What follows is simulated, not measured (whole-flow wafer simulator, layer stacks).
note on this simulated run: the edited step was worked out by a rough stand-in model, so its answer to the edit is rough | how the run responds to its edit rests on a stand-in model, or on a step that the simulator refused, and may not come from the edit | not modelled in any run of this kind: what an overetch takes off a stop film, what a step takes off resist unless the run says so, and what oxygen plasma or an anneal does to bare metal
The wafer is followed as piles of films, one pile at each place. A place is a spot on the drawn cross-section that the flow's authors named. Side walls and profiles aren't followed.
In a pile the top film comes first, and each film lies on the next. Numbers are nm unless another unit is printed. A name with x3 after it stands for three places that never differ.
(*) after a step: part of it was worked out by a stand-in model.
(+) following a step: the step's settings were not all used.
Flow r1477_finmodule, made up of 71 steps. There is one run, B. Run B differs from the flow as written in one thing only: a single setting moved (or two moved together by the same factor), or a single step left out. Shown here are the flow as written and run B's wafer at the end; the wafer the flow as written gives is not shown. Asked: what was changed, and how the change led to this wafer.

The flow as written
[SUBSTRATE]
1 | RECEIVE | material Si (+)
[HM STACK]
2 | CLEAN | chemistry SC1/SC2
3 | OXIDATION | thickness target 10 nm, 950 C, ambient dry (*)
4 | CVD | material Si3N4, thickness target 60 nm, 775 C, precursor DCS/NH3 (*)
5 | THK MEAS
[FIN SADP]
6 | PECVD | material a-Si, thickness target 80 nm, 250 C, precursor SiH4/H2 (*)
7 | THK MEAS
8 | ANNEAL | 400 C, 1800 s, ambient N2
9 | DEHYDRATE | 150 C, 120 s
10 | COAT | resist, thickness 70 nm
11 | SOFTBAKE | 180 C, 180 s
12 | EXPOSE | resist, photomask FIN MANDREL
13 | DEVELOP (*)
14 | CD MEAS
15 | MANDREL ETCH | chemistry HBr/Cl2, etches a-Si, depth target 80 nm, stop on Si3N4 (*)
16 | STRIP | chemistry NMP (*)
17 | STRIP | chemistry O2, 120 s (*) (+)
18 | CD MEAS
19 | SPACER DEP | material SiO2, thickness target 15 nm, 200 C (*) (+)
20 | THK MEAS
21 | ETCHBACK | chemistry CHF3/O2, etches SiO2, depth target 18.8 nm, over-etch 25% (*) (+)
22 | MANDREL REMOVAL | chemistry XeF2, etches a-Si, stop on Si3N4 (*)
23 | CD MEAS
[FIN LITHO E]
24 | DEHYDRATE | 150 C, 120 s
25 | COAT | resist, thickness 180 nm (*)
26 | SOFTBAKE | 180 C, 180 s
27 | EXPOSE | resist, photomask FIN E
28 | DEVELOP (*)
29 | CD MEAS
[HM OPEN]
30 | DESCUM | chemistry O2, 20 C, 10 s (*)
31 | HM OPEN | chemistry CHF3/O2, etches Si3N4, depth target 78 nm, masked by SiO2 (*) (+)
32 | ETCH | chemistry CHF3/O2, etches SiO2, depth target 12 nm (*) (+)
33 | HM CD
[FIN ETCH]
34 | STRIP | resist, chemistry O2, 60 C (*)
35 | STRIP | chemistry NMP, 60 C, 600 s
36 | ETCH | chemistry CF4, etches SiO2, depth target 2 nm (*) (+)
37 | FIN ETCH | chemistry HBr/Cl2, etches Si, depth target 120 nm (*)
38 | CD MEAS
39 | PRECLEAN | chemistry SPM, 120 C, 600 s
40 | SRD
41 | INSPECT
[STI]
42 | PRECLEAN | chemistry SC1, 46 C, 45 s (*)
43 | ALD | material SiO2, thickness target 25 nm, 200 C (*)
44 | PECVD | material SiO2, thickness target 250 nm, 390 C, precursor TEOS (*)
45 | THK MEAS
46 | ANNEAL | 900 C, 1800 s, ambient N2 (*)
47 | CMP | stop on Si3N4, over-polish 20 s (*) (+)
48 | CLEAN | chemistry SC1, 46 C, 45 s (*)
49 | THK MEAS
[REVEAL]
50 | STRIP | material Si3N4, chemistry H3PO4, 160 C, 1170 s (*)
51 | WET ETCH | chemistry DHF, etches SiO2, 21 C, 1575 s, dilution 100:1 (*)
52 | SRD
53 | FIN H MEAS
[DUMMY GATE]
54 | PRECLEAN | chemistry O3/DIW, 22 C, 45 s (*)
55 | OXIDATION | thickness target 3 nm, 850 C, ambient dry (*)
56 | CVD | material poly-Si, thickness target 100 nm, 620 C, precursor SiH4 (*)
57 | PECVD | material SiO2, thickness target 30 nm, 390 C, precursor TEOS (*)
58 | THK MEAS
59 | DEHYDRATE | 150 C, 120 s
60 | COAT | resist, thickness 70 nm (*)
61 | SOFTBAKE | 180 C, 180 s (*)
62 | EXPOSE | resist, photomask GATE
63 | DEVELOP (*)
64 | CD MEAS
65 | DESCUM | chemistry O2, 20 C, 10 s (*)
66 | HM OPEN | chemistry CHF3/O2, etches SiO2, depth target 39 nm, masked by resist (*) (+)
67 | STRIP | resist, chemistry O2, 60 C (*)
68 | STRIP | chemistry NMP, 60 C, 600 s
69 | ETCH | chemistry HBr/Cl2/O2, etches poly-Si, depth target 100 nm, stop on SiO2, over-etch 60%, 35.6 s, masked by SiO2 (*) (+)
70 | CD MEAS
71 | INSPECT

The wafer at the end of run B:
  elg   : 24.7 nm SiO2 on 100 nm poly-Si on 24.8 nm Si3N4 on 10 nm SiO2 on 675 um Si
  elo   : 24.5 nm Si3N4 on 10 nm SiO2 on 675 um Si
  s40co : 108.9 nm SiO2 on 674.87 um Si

Cause: step 21, ETCHBACK: depth target 26.8 nm was run, while the flow as written has depth target 18.8 nm.

The path from the change to this, step by step:
  21 | ETCHBACK | chemistry CHF3/O2, etches SiO2, depth target 18.8 nm, over-etch 25% (*) (+)
      pad, padg, elg and 21 more: SiO2 loses 15 (all of it), Si3N4 loses 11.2 (as written it would have been: SiO2 loses 15 (all of it), Si3N4 loses 3.62)
      s40cg, s45cg, s50cg, s40co, s45co, s50co: SiO2 loses 15.4 (all of it), a-Si loses 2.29 (as written it would have been: SiO2 loses 15.4 (all of it), a-Si loses 0.69)
      (as well as at 6 more places)
  22 | MANDREL REMOVAL | chemistry XeF2, etches a-Si, stop on Si3N4 (*)
      s40cg, s45cg, s50cg, s40co, s45co, s50co: a-Si loses 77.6 (all of it) (as written it would have been: a-Si loses 79.2 (all of it))
  25 | COAT | resist, thickness 180 nm (*)
      s40cg, s40co: resist gains 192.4 (new film) (as written it would have been: resist gains 197.6 (new film))
      s40sg_line, s40so_line: resist gains 124 (new film) (as written it would have been: resist gains 121.2 (new film))
      (as well as at 8 more places)
  28 | DEVELOP (*)
      s40cg, s40co: resist loses 192.4 (all of it) (as written it would have been: resist loses 197.6 (all of it))
      s40sg_line, s40so_line: resist loses 124 (all of it) (as written it would have been: resist loses 121.2 (all of it))
      (as well as at 8 more places)
  31 | HM OPEN | chemistry CHF3/O2, etches Si3N4, depth target 78 nm, masked by SiO2 (*) (+)
      pad, padg, esg and 13 more: Si3N4 loses 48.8 (all of it), SiO2 loses 10 (all of it) (as written it would have been: Si3N4 loses 56.4 (all of it), SiO2 loses 10 (all of it))
      elg, e40lg, e100lg, e200lg, elo, e40lo, e100lo, e200lo: resist loses 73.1 (as written it would have been: resist loses 78)
      (as well as at 12 more places)
  32 | ETCH | chemistry CHF3/O2, etches SiO2, depth target 12 nm (*) (+)
      s40cg, s45cg, s50cg, s40co, s45co, s50co: SiO2 loses 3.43 (all of it), Si loses 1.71 (as written it would have been: SiO2 loses 1 (all of it), Si loses 2.2)
  34 | STRIP | resist, chemistry O2, 60 C (*)
      elg, e40lg, e100lg, e200lg, elo, e40lo, e100lo, e200lo: resist loses 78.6 (all of it) (as written it would have been: resist loses 73.8 (all of it))
  43 | ALD | material SiO2, thickness target 25 nm, 200 C (*)
      s40cg, s45cg, s50cg, s40co, s45co, s50co: SiO2 gains 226 (new film) (as written it would have been: SiO2 gains 232.1 (new film))
      esg: SiO2 gains 186.6 (new film) (as written it would have been: SiO2 gains 194.3 (new film))
  47 | CMP | stop on Si3N4, over-polish 20 s (*) (+)
      elg, esg, e40lg and 6 more: SiO2 loses 234 (as written it would have been: SiO2 loses 241.6)
      s40sg_line, s45sg_line, s50sg_line, s40so_line, s45so_line, s50so_line: SiO2 loses 272.3 (all of it), Si3N4 loses 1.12 (as written it would have been: SiO2 loses 277.9 (all of it), Si3N4 loses 1.12)
  51 | WET ETCH | chemistry DHF, etches SiO2, 21 C, 1575 s, dilution 100:1 (*)
      elg, e40lg, e100lg, e200lg, elo, e40lo, e100lo, e200lo: SiO2 loses 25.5 (all of it), Si3N4 loses 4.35 (as written it would have been: SiO2 loses 17.8 (all of it), Si3N4 loses 4.97)
  56 | CVD | material poly-Si, thickness target 100 nm, 620 C, precursor SiH4 (*)
      esg: poly-Si gains 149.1 (new film) (as written it would have been: poly-Si gains 156 (new film))
  60 | COAT | resist, thickness 70 nm (*)
      e40sg, eso, e40so: resist gains 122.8 (new film) (as written it would have been: resist gains 129.5 (new film))
      e100sg, e100so: resist gains 122.8 (new film) (as written it would have been: resist gains 129.4 (new film))
      (as well as at 2 more places)
  63 | DEVELOP (*)
      eso, e40so: resist loses 122.8 (all of it) (as written it would have been: resist loses 129.5 (all of it))
      e100so: resist loses 122.8 (all of it) (as written it would have been: resist loses 129.4 (all of it))
      (as well as at 1 more place)
  67 | STRIP | resist, chemistry O2, 60 C (*)
      e40sg: resist loses 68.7 (all of it) (as written it would have been: resist loses 75.4 (all of it))
      e100sg: resist loses 68.7 (all of it) (as written it would have been: resist loses 75.3 (all of it))
      (as well as at 1 more place)
